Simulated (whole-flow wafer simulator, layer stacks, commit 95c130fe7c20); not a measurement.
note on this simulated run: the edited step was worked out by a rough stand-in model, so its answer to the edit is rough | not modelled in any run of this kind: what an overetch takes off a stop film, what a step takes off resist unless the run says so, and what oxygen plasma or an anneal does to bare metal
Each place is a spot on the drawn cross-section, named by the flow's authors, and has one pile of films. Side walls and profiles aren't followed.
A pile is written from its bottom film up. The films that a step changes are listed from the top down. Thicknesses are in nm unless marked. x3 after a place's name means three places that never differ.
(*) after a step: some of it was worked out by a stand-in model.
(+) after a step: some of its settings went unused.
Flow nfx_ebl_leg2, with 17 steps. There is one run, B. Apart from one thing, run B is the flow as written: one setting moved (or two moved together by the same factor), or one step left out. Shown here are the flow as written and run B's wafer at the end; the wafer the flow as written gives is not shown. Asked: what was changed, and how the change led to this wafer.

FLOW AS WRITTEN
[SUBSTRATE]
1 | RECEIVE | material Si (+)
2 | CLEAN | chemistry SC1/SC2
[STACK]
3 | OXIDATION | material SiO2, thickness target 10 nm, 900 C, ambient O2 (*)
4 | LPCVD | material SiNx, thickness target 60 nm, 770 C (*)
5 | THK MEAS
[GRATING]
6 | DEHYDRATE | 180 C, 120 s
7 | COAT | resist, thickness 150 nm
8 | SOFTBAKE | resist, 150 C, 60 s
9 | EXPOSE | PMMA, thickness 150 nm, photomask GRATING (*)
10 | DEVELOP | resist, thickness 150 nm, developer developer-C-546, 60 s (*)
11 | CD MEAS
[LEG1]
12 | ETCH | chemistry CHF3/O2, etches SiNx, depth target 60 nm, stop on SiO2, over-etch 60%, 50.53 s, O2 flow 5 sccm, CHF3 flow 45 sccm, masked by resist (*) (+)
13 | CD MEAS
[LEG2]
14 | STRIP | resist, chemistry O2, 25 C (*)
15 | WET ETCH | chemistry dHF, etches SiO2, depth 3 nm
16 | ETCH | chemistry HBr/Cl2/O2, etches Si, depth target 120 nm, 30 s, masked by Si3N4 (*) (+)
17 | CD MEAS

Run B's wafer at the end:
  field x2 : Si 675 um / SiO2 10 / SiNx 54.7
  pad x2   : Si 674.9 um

What caused this: step 16, ETCH: depth target 93 nm was run, though the flow has depth target 120 nm; step 16, ETCH: 23.2 s was run, where the flow has 30 s.

How this came from the change, step by step:
  16 | ETCH | chemistry HBr/Cl2/O2, etches Si, depth target 120 nm, 30 s, masked by Si3N4 (*) (+)
      field x2: SiNx loses 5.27 (in the flow as written it would be: SiNx loses 6.82)
      pad x2: Si loses 93 (in the flow as written it would be: Si loses 120)
